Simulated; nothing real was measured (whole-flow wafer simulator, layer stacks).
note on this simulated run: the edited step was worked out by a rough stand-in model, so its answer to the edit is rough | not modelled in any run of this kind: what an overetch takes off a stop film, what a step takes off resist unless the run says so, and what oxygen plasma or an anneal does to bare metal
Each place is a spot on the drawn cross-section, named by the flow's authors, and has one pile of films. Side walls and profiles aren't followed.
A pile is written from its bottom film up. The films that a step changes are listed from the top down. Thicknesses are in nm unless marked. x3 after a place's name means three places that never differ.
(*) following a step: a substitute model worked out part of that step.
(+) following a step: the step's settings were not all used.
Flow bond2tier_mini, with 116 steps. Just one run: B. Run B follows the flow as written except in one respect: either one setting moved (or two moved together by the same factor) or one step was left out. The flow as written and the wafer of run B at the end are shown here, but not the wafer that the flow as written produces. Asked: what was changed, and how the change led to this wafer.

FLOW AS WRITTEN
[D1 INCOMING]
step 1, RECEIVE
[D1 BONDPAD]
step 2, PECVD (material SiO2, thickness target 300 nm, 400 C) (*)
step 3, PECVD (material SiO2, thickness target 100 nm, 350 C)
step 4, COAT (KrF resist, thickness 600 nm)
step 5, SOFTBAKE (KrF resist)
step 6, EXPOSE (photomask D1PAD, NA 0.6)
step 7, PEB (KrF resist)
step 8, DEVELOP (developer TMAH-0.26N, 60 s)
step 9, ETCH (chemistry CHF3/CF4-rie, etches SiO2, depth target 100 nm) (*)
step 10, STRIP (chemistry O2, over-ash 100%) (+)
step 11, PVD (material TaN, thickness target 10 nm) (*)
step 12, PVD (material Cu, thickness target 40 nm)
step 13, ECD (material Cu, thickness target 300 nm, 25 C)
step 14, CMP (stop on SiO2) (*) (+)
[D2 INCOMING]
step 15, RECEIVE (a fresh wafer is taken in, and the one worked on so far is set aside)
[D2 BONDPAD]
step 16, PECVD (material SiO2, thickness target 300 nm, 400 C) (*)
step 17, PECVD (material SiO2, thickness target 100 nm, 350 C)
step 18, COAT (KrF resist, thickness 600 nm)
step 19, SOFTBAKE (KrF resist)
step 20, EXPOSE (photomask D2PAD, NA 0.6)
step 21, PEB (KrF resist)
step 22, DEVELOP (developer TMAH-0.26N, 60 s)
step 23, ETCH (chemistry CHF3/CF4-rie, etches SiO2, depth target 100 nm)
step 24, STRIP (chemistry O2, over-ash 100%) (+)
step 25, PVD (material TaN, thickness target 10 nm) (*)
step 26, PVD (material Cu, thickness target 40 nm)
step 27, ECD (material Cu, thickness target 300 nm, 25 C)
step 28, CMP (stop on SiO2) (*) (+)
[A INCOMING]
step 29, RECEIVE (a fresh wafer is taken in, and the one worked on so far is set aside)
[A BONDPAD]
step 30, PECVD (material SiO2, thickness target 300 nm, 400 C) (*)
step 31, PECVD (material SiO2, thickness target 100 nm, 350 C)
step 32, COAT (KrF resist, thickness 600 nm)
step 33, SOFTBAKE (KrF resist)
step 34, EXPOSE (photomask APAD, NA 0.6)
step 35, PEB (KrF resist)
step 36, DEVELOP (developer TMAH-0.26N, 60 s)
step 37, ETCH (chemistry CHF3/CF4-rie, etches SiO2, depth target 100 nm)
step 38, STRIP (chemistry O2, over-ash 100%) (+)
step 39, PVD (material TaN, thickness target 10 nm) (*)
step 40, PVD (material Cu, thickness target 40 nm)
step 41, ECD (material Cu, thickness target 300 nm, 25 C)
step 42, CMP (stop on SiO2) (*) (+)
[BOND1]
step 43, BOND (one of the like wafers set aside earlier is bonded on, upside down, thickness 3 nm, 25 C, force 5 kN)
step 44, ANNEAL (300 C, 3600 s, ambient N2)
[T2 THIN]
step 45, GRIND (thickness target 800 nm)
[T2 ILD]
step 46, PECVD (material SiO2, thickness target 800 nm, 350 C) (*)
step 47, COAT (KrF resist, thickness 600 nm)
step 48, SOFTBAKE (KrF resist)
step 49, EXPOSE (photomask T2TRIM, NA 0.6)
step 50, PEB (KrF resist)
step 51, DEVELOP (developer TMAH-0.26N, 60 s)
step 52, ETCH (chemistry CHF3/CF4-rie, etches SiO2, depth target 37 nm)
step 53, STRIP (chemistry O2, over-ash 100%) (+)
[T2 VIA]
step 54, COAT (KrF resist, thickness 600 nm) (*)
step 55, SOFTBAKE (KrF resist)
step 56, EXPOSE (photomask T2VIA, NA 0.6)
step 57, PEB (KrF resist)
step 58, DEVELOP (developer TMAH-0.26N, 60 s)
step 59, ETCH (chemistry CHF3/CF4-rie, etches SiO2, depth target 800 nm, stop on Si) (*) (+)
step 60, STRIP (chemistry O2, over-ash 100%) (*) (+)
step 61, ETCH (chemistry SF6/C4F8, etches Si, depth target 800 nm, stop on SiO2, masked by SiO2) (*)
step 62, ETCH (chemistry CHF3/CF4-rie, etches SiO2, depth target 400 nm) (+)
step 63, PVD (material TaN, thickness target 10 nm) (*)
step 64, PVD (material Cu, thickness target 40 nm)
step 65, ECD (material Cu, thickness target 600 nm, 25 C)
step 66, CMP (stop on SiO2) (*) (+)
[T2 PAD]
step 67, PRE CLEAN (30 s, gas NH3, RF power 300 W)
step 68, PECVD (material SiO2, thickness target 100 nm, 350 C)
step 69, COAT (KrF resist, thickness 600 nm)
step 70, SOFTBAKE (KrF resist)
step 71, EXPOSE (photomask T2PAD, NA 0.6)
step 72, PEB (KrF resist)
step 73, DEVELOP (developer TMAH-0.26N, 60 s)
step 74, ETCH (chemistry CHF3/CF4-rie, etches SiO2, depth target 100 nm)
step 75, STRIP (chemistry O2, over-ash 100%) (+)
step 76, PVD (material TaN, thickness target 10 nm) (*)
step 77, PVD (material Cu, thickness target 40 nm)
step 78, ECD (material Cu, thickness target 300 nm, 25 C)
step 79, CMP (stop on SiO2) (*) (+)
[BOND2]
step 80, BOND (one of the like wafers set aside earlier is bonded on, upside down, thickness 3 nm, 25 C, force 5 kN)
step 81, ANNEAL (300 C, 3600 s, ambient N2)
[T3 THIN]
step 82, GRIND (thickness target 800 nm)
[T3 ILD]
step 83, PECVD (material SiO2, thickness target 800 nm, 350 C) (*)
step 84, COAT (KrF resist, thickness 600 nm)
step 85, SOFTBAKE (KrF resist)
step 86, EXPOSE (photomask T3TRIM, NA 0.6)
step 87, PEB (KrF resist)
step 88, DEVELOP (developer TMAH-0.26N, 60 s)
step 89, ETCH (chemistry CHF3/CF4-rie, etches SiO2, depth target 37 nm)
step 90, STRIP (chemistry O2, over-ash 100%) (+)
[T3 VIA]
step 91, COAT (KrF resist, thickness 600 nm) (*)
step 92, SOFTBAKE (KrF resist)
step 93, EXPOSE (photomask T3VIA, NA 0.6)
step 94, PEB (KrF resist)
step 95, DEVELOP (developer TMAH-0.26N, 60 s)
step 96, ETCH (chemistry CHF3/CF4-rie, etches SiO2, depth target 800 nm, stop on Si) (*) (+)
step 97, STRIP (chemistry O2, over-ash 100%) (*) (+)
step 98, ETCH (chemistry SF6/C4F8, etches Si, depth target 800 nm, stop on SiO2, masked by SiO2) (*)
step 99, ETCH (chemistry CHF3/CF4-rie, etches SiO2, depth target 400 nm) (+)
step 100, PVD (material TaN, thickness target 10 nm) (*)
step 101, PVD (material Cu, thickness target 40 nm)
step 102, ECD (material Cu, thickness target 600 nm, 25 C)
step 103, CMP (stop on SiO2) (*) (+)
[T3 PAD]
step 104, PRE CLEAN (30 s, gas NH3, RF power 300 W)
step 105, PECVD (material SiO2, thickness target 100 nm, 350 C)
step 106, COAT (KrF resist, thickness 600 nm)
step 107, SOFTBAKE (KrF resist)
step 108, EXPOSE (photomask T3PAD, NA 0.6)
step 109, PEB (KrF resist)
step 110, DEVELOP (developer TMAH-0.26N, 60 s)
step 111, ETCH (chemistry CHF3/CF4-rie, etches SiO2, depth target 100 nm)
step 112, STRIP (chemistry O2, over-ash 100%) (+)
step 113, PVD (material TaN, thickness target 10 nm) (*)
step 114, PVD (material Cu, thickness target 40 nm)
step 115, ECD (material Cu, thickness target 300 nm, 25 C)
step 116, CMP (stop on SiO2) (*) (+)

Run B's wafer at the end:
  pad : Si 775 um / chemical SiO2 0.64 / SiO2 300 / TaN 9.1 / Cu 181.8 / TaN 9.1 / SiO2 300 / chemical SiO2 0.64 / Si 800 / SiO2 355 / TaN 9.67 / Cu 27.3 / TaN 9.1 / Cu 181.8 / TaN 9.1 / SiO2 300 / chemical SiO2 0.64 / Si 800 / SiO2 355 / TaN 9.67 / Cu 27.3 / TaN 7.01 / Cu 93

The reason: step 113, PVD: thickness target 7.7 nm was run, though the flow has thickness target 10 nm.

The path from the change to this, step by step:
  step 113, PVD (material TaN, thickness target 10 nm) (*)
      field: +7.7 TaN (new film) (in the flow as written it would be: +10 TaN (new film))
      pad: +7.01 TaN (new film) (in the flow as written it would be: +9.1 TaN (new film))
  step 116, CMP (stop on SiO2) (*) (+)
      field: -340 Cu (all of it), -7.7 TaN (all of it) (in the flow as written it would be: -340 Cu (all of it), -10 TaN (all of it))
